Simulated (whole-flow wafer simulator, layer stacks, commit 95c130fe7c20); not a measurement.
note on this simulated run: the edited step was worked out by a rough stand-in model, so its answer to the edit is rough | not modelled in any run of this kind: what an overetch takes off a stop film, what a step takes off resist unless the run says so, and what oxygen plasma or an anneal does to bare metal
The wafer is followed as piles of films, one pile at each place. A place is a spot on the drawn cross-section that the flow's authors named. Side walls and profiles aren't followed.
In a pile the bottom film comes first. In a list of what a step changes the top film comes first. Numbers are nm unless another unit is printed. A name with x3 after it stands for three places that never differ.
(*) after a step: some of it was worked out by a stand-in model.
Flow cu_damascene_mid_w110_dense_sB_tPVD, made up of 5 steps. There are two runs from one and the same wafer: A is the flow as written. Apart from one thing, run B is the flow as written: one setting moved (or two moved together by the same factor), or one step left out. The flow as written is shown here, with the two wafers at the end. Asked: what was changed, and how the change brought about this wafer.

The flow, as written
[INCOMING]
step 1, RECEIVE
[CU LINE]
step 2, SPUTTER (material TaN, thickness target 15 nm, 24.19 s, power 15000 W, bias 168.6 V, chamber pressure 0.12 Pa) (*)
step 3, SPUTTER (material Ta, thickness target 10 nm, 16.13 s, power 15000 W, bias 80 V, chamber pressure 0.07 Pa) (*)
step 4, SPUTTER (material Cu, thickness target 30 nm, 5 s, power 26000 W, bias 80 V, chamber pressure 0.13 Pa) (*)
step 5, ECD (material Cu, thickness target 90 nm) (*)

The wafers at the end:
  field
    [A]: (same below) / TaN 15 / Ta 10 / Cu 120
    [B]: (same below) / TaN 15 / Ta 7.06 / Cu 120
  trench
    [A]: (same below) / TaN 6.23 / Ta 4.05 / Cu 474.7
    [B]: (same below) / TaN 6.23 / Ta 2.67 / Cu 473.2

Cause: step 3, SPUTTER: power 10590 W was run, while the flow as written has power 15000 W.

How this came from the change, step by step:
  step 3, SPUTTER (material Ta, thickness target 10 nm, 16.13 s, power 15000 W, bias 80 V, chamber pressure 0.07 Pa) (*)
      field: A +10 Ta (new film) | B +7.06 Ta (new film)
      trench: A +4.05 Ta (new film) | B +2.67 Ta (new film)
